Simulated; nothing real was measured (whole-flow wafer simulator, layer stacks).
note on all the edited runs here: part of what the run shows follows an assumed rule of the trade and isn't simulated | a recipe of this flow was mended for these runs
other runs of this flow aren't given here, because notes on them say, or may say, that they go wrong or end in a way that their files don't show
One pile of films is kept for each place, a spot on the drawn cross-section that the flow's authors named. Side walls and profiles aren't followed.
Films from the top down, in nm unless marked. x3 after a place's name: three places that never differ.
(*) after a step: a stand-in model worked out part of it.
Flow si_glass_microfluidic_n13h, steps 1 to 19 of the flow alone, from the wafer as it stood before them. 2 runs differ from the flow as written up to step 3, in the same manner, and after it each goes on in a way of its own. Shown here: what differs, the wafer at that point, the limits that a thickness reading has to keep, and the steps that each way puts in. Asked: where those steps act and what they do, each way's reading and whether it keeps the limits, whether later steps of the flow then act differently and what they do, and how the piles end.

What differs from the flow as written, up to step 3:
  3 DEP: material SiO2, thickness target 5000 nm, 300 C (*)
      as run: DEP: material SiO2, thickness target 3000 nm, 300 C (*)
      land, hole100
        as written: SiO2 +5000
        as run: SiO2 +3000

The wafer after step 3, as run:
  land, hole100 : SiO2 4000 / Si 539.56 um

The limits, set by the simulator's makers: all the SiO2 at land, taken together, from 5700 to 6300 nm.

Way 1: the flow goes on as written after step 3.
  The reading after step 3: 4000 nm, outside the limits.
  Later steps of the flow that act differently than as written:
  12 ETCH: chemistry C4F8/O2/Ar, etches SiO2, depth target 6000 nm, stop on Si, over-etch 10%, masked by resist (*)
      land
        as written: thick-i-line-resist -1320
        this way: thick-i-line-resist -880
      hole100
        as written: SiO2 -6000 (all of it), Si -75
        this way: SiO2 -4000 (all of it), Si -325
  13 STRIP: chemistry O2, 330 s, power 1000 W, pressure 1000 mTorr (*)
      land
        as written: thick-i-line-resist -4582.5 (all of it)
        this way: thick-i-line-resist -5022.5 (all of it)
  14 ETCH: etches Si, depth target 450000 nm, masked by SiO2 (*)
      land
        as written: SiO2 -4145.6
        this way: SiO2 -4000 (all of it), Si -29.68 um
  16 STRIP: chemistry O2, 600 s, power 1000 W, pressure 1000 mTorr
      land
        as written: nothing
        this way: chemical SiO2 +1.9 (new film), Si -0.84
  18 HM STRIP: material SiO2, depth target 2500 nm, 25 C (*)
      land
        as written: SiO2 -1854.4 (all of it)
        this way: chemical SiO2 -1.9 (all of it)
  At the end the piles differ from the flow's by more than 2% or 0.5 nm, whichever is larger, at land.
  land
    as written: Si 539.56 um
    this way: Si 509.87 um

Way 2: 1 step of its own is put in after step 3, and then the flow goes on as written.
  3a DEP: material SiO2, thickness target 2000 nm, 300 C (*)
      land, hole100
        SiO2 +2000
  The reading after step 3a: 6000 nm, within the limits.
  Later steps of the flow that act differently than as written:
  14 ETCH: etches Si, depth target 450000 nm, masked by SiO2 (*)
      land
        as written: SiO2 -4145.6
        this way: SiO2 -4301
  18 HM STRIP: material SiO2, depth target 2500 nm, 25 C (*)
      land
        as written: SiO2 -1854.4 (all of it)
        this way: SiO2 -1699 (all of it)
  At the end the piles are the same as the flow's at every place that both follow.

Within the limits: way 2. Outside them: way 1.
